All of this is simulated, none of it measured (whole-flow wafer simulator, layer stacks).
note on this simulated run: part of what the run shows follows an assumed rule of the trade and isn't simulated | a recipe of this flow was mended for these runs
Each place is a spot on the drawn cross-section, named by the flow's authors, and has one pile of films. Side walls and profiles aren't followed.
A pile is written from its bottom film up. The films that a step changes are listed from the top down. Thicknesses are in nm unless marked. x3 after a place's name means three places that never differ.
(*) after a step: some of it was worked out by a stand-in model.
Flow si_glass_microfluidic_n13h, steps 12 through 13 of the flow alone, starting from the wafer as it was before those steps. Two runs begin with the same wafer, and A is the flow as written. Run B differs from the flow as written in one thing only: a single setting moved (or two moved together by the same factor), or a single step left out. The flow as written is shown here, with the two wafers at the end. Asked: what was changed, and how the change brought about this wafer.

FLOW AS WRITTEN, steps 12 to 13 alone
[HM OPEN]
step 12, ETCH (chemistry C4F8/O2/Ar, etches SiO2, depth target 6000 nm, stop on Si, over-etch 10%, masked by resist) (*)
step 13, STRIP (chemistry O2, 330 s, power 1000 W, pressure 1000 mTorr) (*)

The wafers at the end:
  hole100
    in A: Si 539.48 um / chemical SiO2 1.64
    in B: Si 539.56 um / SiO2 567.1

What caused this: step 12, ETCH: depth target 4939 nm was run, whereas the flow has depth target 6000 nm.

How this came from the change, step by step:
  step 12, ETCH (chemistry C4F8/O2/Ar, etches SiO2, depth target 6000 nm, stop on Si, over-etch 10%, masked by resist) (*)
      hole100: A SiO2 loses 6000 (all of it), Si loses 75 | B SiO2 loses 5432.9
      land: A thick-i-line-resist loses 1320 | B thick-i-line-resist loses 1086.6
  step 13, STRIP (chemistry O2, 330 s, power 1000 W, pressure 1000 mTorr) (*)
      hole100: A chemical SiO2 gains 1.64 (new film), Si loses 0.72 | B nothing
      land: A thick-i-line-resist loses 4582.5 (all of it) | B thick-i-line-resist loses 4815.9 (all of it)
